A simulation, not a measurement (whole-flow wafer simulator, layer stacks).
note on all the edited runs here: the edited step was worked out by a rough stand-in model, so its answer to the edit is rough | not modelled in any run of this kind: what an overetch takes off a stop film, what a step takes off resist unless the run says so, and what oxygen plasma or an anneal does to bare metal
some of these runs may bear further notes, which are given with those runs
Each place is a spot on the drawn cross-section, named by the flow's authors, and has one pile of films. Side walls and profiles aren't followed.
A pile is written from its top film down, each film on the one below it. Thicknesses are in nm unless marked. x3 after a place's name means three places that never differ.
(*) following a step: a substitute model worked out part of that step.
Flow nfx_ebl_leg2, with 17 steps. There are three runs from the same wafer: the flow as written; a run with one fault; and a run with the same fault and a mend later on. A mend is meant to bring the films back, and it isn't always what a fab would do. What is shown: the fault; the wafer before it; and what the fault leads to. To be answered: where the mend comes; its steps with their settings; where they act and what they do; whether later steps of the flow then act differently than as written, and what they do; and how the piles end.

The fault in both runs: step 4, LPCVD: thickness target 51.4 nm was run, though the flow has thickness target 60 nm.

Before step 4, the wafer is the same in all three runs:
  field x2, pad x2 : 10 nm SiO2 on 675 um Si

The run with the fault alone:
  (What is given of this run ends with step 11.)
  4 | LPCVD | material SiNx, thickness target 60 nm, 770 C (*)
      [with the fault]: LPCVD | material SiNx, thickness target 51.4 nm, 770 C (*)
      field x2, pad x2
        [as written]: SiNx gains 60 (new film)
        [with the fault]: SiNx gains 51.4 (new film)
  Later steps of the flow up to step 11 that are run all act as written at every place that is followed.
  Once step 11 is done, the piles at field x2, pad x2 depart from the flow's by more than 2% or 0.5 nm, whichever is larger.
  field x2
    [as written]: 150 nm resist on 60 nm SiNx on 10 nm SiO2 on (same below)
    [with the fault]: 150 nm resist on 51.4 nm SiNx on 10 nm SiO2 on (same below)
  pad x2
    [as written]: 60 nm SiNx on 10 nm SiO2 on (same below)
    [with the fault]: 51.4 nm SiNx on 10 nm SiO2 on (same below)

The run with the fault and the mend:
  After step 11 comes the mend.
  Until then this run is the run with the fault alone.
  11a | STRIP | resist, chemistry O2, 25 C (*)
      field x2
        resist loses 150 (all of it)
  11b | CLEAN | chemistry SC1/SC2 (*) (a further turn of the flow's step 2)
      does not change any film at any place that is followed
  11c | LPCVD | material SiNx, thickness target 8.6 nm, 770 C (*) (a further turn of the flow's step 4, with different settings)
      field x2, pad x2
        SiNx gains 8.6
  11d | DEHYDRATE | 180 C, 120 s (a further turn of the flow's step 6)
      does not change any film at any place that is followed
  11e | COAT | resist, thickness 150 nm (a further turn of the flow's step 7)
      field x2, pad x2
        resist gains 150 (new film)
  11f | SOFTBAKE | resist, 150 C, 60 s (a further turn of the flow's step 8)
      does not change any film at any place that is followed
  11g | EXPOSE | PMMA, thickness 150 nm, photomask GRATING (*) (a further turn of the flow's step 9)
      does not change any film at any place that is followed
  11h | DEVELOP | resist, thickness 150 nm, developer developer-C-546, 60 s (*) (a further turn of the flow's step 10)
      pad x2
        resist loses 150 (all of it)
  Later steps of the flow that are run all act as written at every place that is followed.
  At every place that both follow, the piles at the end match the flow's.
